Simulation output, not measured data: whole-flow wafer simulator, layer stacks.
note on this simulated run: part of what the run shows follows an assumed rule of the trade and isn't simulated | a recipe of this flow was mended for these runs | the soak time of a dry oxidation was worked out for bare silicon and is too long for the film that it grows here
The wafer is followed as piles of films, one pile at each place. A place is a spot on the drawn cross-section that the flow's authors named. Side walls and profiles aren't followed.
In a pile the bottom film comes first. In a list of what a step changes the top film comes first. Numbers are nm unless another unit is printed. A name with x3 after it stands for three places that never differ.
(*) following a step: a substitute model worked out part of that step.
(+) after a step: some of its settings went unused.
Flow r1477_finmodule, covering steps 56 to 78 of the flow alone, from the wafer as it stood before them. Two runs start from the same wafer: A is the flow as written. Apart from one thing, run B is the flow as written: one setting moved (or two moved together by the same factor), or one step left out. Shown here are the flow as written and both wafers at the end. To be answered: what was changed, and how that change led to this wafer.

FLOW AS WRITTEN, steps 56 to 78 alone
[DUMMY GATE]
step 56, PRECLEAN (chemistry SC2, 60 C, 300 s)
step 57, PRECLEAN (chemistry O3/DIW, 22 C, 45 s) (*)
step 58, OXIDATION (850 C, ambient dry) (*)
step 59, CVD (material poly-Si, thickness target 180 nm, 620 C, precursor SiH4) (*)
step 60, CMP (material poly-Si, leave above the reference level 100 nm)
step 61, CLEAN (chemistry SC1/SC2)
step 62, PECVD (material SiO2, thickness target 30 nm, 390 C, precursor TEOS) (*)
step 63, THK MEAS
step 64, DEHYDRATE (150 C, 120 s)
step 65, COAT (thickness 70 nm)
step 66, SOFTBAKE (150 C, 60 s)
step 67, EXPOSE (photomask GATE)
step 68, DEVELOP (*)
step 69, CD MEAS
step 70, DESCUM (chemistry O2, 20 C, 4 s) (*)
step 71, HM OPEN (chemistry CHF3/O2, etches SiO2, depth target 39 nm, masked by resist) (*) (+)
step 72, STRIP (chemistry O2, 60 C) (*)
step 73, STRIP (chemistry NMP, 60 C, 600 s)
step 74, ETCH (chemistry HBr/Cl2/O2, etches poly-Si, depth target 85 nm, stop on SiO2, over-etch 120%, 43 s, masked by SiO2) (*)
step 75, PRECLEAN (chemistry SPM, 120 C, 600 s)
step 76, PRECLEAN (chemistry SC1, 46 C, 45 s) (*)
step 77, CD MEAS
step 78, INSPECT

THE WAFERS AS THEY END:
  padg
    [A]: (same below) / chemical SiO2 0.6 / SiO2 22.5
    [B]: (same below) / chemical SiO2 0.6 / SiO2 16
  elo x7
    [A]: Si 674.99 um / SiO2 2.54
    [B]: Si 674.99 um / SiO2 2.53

Cause: step 62, PECVD: thickness target 23.5 nm was run, whereas the flow has thickness target 30 nm.

The path from the change to this, step by step:
  step 62, PECVD (material SiO2, thickness target 30 nm, 390 C, precursor TEOS) (*)
      pad, padg, elg x7 and 27 more: A SiO2 gains 30 (new film) | B SiO2 gains 23.5 (new film)
  step 71, HM OPEN (chemistry CHF3/O2, etches SiO2, depth target 39 nm, masked by resist) (*) (+)
      pad, elo x7, eso x6, e200so, s40co x3: A SiO2 loses 30 (all of it), chemical SiO2 loses 0.6 (all of it), poly-Si loses 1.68 | B SiO2 loses 23.5 (all of it), chemical SiO2 loses 0.6 (all of it), poly-Si loses 2.98
